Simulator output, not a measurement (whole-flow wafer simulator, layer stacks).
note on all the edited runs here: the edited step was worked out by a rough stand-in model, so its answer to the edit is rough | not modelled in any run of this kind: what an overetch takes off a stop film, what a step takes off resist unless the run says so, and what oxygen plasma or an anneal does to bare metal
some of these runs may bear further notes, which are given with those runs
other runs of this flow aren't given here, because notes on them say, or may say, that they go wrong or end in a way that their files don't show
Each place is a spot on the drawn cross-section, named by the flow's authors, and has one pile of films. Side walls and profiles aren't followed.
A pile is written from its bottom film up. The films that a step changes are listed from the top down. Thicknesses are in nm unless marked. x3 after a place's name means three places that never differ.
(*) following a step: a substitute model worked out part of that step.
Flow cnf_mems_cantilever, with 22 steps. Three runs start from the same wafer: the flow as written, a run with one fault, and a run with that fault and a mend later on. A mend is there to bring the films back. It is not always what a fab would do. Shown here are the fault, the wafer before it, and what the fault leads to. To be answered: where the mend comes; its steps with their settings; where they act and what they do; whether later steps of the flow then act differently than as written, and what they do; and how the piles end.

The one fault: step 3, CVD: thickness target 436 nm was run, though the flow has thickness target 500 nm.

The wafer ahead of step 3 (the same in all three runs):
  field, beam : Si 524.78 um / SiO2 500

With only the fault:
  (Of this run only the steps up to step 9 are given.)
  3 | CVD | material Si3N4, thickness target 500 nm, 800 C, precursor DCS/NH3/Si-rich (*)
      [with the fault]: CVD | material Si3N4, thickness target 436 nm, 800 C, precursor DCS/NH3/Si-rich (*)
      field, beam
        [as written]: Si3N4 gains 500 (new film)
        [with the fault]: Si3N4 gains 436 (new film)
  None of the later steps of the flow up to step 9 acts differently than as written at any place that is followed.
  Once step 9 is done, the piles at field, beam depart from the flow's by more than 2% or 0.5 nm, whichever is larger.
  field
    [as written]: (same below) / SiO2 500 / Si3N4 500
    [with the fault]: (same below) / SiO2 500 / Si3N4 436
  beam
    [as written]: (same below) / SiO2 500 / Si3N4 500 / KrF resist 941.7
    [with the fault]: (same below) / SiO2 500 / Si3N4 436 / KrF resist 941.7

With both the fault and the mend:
  The mend follows step 3.
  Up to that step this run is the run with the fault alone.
  3a | ETCH | chemistry h3po4, depth target 501.4 nm
      field, beam
        Si3N4 loses 436 (all of it)
  3b | CLEAN | chemistry SC1/SC2 (the flow's step 1 again)
      leaves every film unchanged at each place that is followed
  3c | CVD | material Si3N4, thickness target 500 nm, 800 C, precursor DCS/NH3/Si-rich (*) (the flow's step 3 again)
      field, beam
        Si3N4 gains 500 (new film)
  None of the later steps of the flow acts differently than as written at any place that is followed.
  At every place that both follow, the piles at the end match the flow's.
